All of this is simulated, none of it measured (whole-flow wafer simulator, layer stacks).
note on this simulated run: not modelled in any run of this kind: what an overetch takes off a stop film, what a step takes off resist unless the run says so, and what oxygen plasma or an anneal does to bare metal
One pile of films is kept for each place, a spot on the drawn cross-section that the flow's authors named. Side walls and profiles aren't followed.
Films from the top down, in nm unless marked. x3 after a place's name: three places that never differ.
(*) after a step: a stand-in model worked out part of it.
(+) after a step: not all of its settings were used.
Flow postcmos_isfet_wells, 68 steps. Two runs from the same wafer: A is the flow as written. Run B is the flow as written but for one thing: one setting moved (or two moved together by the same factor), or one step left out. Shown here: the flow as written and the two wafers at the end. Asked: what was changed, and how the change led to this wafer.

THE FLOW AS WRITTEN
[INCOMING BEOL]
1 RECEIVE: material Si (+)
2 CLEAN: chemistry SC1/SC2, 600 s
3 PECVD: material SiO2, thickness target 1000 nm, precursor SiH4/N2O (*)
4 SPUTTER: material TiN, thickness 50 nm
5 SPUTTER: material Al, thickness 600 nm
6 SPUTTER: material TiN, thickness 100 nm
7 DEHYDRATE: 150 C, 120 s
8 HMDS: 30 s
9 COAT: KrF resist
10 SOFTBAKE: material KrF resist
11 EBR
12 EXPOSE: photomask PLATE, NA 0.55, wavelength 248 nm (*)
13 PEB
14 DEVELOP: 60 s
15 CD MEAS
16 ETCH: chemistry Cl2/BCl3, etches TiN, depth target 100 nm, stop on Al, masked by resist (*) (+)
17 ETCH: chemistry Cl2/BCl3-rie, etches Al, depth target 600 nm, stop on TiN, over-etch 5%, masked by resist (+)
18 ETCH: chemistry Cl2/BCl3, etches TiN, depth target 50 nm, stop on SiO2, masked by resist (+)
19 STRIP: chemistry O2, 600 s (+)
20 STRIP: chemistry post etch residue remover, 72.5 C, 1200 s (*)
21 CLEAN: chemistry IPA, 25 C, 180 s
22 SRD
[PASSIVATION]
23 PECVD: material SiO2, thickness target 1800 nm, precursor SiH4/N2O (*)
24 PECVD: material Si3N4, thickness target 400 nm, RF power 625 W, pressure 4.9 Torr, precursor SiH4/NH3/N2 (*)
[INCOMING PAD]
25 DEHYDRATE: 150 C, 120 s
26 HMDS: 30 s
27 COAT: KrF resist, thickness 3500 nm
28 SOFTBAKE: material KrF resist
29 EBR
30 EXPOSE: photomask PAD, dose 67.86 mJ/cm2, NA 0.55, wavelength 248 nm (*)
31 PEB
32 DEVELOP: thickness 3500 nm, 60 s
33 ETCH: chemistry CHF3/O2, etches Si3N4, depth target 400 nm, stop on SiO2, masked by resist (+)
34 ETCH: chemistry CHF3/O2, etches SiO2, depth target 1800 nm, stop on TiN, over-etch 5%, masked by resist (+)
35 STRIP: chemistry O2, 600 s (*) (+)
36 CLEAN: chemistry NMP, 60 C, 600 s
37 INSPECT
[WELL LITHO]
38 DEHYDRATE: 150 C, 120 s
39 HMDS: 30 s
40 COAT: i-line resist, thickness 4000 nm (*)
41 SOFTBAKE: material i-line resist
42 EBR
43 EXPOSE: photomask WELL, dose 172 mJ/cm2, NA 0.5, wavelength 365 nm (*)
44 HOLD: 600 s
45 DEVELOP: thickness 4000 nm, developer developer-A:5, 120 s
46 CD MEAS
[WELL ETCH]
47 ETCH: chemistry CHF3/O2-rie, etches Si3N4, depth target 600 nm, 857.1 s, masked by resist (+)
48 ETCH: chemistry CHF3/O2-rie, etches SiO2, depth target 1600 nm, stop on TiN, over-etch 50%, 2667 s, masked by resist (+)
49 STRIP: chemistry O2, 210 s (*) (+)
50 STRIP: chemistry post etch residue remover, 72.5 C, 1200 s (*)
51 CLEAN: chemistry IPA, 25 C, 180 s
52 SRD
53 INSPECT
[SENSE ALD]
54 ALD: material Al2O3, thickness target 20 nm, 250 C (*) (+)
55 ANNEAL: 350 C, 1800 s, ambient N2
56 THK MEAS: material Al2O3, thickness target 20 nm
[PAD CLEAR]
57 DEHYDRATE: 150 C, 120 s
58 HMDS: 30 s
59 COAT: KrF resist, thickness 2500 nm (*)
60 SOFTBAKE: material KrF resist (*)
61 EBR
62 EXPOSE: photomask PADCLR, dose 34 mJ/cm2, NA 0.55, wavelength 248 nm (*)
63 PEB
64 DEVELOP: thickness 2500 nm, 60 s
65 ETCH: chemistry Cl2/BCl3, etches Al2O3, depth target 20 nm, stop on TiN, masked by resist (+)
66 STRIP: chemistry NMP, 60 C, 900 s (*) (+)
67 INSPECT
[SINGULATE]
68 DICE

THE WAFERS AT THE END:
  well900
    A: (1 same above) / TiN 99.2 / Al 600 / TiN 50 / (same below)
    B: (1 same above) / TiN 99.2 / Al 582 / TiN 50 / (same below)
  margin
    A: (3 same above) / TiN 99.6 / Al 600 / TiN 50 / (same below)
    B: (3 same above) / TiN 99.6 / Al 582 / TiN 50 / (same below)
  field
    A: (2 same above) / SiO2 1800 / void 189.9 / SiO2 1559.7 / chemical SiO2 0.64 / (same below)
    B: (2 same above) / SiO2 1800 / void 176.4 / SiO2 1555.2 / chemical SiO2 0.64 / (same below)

The cause: step 5, SPUTTER: thickness 582 nm was run, where the flow has thickness 600 nm; step 17, ETCH: depth target 582 nm was run, where the flow has depth target 600 nm.
It can be read off the wafer: well900 has Al 582, and step 5 as written asks for 600 nm.

How the change led to this, step by step:
  5 SPUTTER: material Al, thickness 600 nm
      field, margin, well900 and 6 more: A Al +600 (new film) | B Al +582 (new film)
  17 ETCH: chemistry Cl2/BCl3-rie, etches Al, depth target 600 nm, stop on TiN, over-etch 5%, masked by resist (+)
      margin, well900, well1300, well2000, well3000, pad_rim, pad_clr, pad_open: A KrF resist -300 | B KrF resist -291
      field: A Al -600 (all of it) | B Al -582 (all of it)
  23 PECVD: material SiO2, thickness target 1800 nm, precursor SiH4/N2O (*)
      field: A SiO2 +1800 (new film), void +189.9 (new film), SiO2 +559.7 | B SiO2 +1800 (new film), void +176.4 (new film), SiO2 +555.2
